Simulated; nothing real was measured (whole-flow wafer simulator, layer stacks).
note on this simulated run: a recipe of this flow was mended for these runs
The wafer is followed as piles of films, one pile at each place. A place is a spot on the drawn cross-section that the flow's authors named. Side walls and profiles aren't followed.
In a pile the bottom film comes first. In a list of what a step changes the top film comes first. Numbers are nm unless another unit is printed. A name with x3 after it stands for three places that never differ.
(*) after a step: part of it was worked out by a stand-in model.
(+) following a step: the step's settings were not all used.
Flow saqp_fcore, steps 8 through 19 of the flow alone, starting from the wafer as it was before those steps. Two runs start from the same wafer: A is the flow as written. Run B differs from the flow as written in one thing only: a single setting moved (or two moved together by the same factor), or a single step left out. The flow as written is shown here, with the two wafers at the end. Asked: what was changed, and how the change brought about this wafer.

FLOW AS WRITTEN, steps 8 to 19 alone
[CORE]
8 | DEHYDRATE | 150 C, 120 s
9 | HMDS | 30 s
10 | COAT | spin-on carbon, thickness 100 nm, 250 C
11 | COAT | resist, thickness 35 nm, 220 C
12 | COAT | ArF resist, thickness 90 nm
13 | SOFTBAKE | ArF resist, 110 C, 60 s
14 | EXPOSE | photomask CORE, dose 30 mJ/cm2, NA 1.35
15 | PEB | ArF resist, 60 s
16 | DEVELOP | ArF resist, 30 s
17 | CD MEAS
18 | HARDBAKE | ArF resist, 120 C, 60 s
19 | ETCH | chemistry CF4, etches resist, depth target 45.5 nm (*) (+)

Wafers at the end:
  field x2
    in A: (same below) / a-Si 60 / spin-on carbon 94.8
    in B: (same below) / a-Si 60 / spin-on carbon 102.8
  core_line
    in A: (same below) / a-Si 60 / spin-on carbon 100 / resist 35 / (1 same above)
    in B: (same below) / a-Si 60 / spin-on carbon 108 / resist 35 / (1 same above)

What caused this: step 10, COAT: thickness 108 nm was run, though the flow has thickness 100 nm.
The wafer lets one read it off: core_line has spin-on carbon 108, and step 10 as written asks for 100 nm.

The path from the change to this, step by step:
  10 | COAT | spin-on carbon, thickness 100 nm, 250 C
      field x2, core_line: A +100 spin-on carbon (new film) | B +108 spin-on carbon (new film)
